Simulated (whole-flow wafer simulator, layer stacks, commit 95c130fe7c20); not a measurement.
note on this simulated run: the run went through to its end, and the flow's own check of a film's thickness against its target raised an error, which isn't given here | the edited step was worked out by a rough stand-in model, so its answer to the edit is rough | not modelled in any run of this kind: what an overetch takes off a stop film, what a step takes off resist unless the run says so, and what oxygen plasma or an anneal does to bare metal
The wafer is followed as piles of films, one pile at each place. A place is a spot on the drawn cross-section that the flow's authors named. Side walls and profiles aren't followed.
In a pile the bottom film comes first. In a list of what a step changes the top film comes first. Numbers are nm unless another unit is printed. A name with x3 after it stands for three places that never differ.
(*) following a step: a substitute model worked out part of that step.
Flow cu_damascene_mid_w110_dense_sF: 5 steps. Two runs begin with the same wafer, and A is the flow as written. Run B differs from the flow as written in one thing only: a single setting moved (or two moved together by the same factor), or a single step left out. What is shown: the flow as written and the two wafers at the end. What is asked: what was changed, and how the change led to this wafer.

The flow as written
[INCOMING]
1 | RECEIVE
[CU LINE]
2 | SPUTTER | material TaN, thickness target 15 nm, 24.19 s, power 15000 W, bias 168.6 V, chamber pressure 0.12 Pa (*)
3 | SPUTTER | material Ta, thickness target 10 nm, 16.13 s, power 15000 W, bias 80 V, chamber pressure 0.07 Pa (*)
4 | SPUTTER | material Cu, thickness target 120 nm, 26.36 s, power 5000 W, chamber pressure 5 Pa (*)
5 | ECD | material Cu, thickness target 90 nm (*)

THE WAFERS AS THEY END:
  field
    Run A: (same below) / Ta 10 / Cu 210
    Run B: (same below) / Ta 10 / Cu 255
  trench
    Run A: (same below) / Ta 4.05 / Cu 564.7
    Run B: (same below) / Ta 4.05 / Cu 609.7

What caused this: step 5, ECD: thickness target 135 nm was run, though the flow has thickness target 90 nm.

The path from the change to this, step by step:
  5 | ECD | material Cu, thickness target 90 nm (*)
      field: A +90 Cu | B +135 Cu
      trench: A +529 Cu | B +574 Cu
